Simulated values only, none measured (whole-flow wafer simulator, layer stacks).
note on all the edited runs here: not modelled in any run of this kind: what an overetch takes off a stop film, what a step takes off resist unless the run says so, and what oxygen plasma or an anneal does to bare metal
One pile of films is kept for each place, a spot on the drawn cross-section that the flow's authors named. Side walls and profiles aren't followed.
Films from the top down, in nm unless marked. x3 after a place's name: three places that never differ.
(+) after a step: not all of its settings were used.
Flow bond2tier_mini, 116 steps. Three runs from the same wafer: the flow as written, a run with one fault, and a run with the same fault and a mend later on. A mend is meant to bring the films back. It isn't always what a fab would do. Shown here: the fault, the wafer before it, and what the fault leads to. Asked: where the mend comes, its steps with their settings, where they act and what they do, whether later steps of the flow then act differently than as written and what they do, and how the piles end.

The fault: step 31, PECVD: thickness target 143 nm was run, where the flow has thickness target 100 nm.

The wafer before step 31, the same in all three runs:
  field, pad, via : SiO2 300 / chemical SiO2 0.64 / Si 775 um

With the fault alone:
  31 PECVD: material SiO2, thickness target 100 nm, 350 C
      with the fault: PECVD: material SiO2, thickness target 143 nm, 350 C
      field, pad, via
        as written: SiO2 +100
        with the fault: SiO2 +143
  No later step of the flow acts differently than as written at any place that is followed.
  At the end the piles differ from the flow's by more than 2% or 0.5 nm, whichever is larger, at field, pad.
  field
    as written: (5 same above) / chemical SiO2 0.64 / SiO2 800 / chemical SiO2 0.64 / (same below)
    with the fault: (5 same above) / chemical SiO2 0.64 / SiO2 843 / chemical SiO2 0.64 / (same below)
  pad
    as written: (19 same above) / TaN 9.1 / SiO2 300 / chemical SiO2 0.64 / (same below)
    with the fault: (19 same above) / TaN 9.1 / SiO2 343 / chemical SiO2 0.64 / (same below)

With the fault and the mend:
  The mend comes after step 36.
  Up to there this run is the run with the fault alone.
  36a STRIP: chemistry O2, over-ash 100% (+)
      field
        KrF resist -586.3 (all of it)
  36b ETCH: chemistry CHF3/CF4-rie, etches SiO2, depth target 43 nm
      field, pad, via
        SiO2 -43
  36c COAT: KrF resist, thickness 600 nm (the flow's step 32 once more)
      field, pad, via
        KrF resist +600 (new film)
  36d SOFTBAKE: KrF resist (the flow's step 33 once more)
      changes no film at any place that is followed
  36e EXPOSE: photomask APAD, NA 0.6 (the flow's step 34 once more)
      changes no film at any place that is followed
  36f PEB: KrF resist (the flow's step 35 once more)
      changes no film at any place that is followed
  36g DEVELOP: developer TMAH-0.26N, 60 s (the flow's step 36 once more)
      pad, via
        KrF resist -600 (all of it)
      field
        KrF resist -13.7
  No later step of the flow acts differently than as written at any place that is followed.
  At the end the piles are the same as the flow's at every place that both follow.
